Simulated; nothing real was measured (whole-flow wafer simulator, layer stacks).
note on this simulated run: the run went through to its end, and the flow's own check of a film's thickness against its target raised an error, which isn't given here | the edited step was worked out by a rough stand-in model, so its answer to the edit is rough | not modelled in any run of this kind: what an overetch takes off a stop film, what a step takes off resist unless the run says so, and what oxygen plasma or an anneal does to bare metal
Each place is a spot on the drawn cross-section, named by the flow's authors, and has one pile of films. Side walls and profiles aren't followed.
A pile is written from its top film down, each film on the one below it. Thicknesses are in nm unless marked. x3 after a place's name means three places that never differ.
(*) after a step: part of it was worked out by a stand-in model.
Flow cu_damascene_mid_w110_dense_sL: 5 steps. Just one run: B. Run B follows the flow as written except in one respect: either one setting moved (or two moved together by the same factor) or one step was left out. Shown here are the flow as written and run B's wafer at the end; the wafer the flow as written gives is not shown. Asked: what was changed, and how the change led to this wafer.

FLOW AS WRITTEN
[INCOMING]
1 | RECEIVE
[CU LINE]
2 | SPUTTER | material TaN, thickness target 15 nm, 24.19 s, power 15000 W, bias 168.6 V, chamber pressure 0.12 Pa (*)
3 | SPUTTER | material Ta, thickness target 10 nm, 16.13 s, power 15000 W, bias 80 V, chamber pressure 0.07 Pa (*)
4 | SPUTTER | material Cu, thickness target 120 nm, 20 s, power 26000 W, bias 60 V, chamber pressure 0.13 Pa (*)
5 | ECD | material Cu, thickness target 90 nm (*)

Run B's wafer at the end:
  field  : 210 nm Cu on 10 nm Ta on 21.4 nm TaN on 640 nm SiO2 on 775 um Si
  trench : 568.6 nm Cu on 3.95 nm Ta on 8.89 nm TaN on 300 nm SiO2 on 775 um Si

Cause: step 2, SPUTTER: thickness target 21.4 nm was run, whereas the flow has thickness target 15 nm; step 2, SPUTTER: 34.47 s was run, where the flow has 24.19 s.
One can read it off the wafer: field has TaN 21.4, and step 2 as written asks for 15 nm.

How this came from the change, step by step:
  2 | SPUTTER | material TaN, thickness target 15 nm, 24.19 s, power 15000 W, bias 168.6 V, chamber pressure 0.12 Pa (*)
      field: +21.4 TaN (new film) (in the flow as written it would be: +15 TaN (new film))
      trench: +8.89 TaN (new film) (in the flow as written it would be: +6.23 TaN (new film))
  4 | SPUTTER | material Cu, thickness target 120 nm, 20 s, power 26000 W, bias 60 V, chamber pressure 0.13 Pa (*)
      trench: +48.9 Cu (new film) (in the flow as written it would be: +49.9 Cu (new film))
